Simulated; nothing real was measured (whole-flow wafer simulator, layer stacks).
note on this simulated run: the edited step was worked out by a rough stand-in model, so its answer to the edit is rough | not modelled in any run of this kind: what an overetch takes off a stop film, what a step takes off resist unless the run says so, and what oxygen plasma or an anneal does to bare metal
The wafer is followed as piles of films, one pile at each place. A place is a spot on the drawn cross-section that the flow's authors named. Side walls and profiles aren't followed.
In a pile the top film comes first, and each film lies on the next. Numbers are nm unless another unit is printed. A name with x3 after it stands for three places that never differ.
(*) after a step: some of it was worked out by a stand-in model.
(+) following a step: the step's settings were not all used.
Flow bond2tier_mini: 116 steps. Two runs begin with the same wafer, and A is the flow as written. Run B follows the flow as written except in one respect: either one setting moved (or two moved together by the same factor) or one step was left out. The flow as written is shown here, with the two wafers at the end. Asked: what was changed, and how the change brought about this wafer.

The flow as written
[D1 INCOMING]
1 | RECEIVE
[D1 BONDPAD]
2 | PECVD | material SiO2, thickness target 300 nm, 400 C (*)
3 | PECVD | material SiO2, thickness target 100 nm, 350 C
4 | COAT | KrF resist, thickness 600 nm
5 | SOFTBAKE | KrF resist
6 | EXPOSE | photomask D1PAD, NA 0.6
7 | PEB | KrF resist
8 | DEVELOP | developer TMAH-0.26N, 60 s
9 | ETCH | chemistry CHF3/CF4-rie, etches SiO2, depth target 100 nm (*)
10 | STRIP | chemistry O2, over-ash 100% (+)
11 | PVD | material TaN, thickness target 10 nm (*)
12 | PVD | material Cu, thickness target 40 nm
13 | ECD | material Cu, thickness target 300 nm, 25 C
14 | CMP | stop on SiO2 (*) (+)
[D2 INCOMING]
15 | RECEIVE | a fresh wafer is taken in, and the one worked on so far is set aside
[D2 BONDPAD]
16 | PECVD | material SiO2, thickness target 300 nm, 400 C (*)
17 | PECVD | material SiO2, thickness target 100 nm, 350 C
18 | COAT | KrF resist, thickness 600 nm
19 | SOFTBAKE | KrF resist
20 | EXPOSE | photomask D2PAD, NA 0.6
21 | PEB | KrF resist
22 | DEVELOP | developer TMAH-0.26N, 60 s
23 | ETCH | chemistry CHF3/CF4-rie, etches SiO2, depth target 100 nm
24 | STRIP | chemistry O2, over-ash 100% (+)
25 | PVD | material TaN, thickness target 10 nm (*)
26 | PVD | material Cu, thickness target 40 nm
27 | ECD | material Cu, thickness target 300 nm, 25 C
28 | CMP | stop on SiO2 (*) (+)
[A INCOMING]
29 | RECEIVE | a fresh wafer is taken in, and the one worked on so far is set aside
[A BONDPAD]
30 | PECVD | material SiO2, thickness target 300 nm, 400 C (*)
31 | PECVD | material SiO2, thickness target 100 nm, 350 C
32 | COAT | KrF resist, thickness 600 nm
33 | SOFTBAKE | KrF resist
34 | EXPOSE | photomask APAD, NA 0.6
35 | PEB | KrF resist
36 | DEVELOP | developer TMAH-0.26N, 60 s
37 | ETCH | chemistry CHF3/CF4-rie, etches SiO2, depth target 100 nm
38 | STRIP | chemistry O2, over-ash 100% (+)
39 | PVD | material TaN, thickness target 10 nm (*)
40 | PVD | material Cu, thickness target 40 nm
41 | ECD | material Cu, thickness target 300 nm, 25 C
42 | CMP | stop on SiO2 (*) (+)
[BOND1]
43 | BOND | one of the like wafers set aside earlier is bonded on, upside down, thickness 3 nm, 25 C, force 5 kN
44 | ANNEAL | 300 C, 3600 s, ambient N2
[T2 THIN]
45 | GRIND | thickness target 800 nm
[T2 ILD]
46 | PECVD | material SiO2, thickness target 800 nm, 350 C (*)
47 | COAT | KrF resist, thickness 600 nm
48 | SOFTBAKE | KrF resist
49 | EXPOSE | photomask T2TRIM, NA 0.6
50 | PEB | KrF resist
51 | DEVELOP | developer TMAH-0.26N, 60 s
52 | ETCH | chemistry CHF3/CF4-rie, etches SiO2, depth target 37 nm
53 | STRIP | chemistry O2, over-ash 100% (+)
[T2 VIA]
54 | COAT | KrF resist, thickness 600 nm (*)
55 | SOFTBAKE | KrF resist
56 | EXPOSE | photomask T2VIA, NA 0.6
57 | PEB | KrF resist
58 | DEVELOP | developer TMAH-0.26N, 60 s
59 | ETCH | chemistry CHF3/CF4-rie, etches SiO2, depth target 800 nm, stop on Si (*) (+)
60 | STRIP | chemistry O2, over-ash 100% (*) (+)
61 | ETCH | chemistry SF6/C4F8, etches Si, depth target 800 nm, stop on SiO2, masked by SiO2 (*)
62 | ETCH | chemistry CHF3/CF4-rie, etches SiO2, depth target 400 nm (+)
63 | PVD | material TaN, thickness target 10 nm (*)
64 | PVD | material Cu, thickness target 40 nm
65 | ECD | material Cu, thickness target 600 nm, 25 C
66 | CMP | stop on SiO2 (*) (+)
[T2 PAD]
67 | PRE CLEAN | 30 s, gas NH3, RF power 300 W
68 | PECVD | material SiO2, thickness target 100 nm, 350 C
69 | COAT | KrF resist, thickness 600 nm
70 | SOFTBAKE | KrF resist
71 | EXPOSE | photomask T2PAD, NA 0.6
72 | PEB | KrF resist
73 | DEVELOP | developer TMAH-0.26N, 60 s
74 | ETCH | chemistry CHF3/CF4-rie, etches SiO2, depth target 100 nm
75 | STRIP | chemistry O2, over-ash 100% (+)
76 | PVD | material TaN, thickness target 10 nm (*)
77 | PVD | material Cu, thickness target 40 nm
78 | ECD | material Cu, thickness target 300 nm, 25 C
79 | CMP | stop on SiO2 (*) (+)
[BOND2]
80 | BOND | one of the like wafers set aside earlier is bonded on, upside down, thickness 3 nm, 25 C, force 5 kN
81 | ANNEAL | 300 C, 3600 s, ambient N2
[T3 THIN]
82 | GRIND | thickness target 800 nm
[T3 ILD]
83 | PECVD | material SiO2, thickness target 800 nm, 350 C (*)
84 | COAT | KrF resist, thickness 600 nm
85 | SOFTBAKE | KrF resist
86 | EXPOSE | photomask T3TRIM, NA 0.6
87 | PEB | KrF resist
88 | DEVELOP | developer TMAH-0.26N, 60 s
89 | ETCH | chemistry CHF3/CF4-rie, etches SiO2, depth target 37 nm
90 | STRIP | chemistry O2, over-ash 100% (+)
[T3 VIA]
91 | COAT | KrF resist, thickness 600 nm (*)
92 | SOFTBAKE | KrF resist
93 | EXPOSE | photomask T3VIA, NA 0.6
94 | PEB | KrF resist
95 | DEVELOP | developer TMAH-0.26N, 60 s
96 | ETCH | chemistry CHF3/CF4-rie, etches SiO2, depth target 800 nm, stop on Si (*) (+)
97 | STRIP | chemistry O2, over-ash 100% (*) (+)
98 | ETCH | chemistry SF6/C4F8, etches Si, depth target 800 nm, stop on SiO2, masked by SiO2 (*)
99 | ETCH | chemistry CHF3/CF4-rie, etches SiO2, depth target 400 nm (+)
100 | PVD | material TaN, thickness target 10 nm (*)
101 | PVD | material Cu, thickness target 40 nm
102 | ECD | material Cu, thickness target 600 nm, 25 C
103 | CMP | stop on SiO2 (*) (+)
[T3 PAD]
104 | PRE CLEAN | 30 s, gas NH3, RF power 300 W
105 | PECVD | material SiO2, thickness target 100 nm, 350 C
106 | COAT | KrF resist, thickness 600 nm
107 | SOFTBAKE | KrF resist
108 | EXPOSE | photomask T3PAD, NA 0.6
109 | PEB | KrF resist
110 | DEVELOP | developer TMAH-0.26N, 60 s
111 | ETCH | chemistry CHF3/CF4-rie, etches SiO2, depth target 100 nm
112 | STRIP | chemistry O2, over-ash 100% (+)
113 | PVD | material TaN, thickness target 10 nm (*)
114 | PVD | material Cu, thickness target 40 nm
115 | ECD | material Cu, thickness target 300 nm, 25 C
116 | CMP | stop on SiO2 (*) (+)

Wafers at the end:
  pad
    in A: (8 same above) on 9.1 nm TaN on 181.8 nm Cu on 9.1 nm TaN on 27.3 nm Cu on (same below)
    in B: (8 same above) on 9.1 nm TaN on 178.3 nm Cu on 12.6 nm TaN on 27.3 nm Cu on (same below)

Cause: step 76, PVD: thickness target 13.8 nm was run, whereas the flow has thickness target 10 nm.

The path from the change to this, step by step:
  76 | PVD | material TaN, thickness target 10 nm (*)
      field: A TaN gains 10 (new film) | B TaN gains 13.8 (new film)
      pad: A TaN gains 9.1 (new film) | B TaN gains 12.6 (new film)
  79 | CMP | stop on SiO2 (*) (+)
      field: A Cu loses 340 (all of it), TaN loses 10 (all of it) | B Cu loses 340 (all of it), TaN loses 13.8 (all of it)
